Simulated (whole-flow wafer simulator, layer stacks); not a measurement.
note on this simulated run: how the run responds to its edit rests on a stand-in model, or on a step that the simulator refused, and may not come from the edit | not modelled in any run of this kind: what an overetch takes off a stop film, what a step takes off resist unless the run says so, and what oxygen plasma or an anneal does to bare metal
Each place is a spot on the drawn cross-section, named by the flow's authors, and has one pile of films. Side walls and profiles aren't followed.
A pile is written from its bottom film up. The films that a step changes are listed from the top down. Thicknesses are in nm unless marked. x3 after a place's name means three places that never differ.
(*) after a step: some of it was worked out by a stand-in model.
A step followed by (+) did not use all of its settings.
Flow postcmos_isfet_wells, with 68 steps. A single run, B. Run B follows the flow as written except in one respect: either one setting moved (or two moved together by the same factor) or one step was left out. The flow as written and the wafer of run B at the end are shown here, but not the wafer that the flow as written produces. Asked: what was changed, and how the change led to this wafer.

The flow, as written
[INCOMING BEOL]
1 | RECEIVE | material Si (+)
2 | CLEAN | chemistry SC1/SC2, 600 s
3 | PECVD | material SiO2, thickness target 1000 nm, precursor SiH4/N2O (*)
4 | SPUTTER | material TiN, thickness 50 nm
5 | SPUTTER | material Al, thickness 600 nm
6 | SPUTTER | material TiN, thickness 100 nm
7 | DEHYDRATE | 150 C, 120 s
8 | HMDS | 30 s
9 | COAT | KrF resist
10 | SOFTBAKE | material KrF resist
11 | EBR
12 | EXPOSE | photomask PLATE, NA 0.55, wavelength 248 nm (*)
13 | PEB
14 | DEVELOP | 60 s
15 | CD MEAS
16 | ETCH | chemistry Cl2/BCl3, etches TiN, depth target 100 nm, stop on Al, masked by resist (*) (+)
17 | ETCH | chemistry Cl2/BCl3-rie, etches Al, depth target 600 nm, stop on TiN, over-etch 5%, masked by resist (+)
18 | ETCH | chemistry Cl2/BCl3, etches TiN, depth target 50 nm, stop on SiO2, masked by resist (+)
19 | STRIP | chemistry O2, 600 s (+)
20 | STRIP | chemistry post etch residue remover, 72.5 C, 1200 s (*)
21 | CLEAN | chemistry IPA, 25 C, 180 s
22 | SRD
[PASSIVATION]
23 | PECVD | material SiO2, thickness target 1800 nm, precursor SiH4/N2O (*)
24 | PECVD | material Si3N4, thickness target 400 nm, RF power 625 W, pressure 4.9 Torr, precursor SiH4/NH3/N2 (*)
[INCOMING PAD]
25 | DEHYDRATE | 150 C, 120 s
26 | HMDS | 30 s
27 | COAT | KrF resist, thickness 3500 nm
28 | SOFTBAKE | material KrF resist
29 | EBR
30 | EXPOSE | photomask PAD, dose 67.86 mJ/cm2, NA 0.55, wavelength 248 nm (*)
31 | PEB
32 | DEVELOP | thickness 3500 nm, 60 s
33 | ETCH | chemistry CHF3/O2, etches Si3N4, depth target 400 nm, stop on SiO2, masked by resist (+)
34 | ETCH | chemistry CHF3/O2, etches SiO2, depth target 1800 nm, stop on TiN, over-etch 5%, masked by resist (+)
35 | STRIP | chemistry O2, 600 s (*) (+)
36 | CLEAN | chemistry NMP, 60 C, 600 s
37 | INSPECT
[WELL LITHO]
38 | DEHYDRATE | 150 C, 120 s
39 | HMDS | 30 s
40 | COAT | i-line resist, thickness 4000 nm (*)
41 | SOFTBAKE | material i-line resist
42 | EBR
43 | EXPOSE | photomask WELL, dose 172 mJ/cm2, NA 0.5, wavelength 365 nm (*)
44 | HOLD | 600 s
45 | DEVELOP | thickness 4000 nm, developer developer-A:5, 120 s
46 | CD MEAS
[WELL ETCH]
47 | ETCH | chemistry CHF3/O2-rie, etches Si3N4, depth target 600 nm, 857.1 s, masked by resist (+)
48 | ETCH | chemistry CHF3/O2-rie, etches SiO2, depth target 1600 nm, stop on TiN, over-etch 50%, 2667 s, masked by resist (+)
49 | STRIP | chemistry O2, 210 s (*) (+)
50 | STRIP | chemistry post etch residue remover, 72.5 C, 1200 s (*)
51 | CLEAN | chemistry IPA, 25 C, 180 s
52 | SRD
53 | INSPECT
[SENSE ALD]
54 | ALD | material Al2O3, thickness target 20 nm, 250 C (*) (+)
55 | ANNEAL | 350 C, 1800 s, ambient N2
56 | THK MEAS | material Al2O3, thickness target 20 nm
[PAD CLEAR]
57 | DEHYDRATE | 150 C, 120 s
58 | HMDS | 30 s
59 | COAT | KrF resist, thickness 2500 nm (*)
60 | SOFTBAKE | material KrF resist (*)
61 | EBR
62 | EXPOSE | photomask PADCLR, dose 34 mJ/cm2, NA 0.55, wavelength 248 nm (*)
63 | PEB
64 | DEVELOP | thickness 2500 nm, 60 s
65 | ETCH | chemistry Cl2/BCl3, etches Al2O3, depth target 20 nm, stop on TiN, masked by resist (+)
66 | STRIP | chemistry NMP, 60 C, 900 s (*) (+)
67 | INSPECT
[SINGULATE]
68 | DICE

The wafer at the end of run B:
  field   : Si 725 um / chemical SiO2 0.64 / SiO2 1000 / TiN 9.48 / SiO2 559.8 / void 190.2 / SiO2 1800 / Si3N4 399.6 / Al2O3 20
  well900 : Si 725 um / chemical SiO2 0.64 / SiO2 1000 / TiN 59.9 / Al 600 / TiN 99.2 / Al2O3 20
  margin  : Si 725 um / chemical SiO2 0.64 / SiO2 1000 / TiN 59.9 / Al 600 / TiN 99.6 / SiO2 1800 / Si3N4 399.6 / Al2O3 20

The reason: step 4, SPUTTER: thickness 59.9 nm was run, whereas the flow has thickness 50 nm.
The wafer lets one read it off: well900 has TiN 59.9, and step 4 as written asks for 50 nm.

How this came from the change, step by step:
  4 | SPUTTER | material TiN, thickness 50 nm
      field, margin, well900 and 6 more: +59.9 TiN (new film) (it would be, as written: +50 TiN (new film))
  18 | ETCH | chemistry Cl2/BCl3, etches TiN, depth target 50 nm, stop on SiO2, masked by resist (+)
      field: -50 TiN (it would be, as written: -50 TiN (all of it))
  23 | PECVD | material SiO2, thickness target 1800 nm, precursor SiH4/N2O (*)
      field: +1800 SiO2 (new film), +190.2 void (new film), +559.8 SiO2 (new film) (it would be, as written: +1800 SiO2 (new film), +189.9 void (new film), +559.7 SiO2)
If metal films that touch count as one body, field has 1 body; the flow as written gives 0 bodies.
